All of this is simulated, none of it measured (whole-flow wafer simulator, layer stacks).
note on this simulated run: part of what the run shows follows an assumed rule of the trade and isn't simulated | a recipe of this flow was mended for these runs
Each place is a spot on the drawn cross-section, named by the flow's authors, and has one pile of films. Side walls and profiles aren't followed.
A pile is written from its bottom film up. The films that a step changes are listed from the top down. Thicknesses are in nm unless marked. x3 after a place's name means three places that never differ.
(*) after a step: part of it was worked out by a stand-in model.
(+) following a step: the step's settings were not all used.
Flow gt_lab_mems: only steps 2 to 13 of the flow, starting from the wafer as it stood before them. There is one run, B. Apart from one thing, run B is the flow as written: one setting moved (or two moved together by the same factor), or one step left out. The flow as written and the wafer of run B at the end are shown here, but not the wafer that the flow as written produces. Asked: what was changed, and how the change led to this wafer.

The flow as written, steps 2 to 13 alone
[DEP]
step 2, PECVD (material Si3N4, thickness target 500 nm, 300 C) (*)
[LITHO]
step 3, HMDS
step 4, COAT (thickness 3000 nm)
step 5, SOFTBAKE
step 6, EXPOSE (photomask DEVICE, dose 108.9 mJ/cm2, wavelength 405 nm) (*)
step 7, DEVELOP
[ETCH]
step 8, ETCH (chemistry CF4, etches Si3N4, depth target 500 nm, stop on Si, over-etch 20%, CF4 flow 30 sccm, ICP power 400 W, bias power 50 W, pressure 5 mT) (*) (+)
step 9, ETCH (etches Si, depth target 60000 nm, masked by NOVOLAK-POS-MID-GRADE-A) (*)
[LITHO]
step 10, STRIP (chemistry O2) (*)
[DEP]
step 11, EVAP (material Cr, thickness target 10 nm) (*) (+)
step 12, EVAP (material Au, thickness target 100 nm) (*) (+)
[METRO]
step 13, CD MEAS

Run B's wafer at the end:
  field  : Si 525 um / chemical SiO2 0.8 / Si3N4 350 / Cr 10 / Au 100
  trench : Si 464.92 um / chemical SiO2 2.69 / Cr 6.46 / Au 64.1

The reason: step 2, PECVD: thickness target 350 nm was run, whereas the flow has thickness target 500 nm.
One can read it off the wafer: field has Si3N4 350, and step 2 as written asks for 500 nm.

How this came from the change, step by step:
  step 2, PECVD (material Si3N4, thickness target 500 nm, 300 C) (*)
      field, trench: +350 Si3N4 (new film) (as written it would have been: +500 Si3N4 (new film))
  step 8, ETCH (chemistry CF4, etches Si3N4, depth target 500 nm, stop on Si, over-etch 20%, CF4 flow 30 sccm, ICP power 400 W, bias power 50 W, pressure 5 mT) (*) (+)
      field: -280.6 g/i-line-resist (as written it would have been: -400 g/i-line-resist)
      trench: -350 Si3N4 (all of it), -0.8 chemical SiO2 (all of it), -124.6 Si (as written it would have been: -500 Si3N4 (all of it), -0.8 chemical SiO2 (all of it), -49.6 Si)
  step 10, STRIP (chemistry O2) (*)
      field: -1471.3 g/i-line-resist (all of it) (as written it would have been: -1352 g/i-line-resist (all of it))
